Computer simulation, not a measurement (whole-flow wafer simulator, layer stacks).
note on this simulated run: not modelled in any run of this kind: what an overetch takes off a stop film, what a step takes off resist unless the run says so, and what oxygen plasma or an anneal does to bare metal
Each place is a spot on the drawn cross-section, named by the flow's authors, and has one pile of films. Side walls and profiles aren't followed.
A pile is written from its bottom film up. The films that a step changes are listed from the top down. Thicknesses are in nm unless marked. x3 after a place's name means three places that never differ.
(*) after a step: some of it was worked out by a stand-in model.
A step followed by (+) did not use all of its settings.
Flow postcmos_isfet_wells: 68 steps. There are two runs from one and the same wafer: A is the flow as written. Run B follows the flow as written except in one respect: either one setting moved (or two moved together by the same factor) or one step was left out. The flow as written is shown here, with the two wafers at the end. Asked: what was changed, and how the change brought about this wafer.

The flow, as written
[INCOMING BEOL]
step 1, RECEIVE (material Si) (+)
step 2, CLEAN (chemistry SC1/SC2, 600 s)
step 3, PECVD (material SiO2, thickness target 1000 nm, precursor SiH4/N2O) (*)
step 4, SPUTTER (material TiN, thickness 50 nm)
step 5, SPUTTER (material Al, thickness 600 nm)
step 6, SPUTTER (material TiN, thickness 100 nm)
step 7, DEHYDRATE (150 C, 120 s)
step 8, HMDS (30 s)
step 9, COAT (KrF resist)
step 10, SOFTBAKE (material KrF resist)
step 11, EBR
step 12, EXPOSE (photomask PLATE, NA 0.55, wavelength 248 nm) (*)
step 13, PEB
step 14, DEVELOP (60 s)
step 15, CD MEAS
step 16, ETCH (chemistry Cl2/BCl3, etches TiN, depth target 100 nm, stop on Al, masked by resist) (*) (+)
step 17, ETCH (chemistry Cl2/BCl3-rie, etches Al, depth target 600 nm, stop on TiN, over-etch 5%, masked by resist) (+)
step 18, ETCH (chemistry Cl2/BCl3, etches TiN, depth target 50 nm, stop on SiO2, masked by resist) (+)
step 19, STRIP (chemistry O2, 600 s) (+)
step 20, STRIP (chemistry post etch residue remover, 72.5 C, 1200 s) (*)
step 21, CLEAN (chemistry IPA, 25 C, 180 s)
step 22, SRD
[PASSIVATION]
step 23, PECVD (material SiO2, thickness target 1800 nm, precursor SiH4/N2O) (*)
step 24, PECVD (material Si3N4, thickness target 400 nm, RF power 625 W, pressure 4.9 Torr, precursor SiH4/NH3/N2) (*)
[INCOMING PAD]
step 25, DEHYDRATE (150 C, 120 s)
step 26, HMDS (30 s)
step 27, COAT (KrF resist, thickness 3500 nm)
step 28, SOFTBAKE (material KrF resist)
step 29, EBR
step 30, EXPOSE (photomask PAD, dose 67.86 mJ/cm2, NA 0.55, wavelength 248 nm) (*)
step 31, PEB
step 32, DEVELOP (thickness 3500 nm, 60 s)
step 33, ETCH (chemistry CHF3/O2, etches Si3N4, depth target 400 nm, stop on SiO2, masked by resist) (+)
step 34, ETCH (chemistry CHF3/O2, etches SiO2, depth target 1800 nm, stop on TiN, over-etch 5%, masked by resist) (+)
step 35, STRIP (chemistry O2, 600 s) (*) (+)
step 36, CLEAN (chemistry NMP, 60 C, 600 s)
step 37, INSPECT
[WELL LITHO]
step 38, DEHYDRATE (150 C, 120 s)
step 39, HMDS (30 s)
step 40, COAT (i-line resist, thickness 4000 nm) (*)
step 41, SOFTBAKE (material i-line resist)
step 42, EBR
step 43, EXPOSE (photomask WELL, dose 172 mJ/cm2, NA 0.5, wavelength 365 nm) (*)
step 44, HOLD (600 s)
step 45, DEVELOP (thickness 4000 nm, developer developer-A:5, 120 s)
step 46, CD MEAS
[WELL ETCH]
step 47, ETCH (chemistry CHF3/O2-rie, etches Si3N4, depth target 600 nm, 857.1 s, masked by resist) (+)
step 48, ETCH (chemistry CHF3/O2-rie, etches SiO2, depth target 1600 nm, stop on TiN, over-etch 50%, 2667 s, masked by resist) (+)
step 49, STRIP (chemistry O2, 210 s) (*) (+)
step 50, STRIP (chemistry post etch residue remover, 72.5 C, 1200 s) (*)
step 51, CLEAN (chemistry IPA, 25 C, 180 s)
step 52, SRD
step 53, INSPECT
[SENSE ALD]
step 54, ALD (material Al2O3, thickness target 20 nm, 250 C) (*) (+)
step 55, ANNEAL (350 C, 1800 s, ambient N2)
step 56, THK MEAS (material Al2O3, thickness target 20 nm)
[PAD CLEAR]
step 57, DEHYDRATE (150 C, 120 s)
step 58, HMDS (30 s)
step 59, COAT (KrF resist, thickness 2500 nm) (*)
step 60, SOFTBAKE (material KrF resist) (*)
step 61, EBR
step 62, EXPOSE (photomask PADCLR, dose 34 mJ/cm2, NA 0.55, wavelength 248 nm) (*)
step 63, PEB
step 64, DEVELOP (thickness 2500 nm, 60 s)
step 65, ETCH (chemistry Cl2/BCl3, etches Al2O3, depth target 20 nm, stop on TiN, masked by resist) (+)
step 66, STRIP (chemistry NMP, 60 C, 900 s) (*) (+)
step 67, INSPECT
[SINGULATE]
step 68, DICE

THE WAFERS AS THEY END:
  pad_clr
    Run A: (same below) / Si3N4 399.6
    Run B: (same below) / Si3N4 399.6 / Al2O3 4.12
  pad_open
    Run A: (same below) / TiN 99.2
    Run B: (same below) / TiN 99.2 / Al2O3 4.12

What caused this: step 65, ETCH: depth target 15.88 nm was run, while the flow as written has depth target 20 nm.

How this came from the change, step by step:
  step 65, ETCH (chemistry Cl2/BCl3, etches Al2O3, depth target 20 nm, stop on TiN, masked by resist) (+)
      pad_clr, pad_open: A Al2O3 loses 20 (all of it) | B Al2O3 loses 15.9
      margin, pad_rim: A KrF resist loses 25 | B KrF resist loses 19.9
      (as well as at 1 more place)
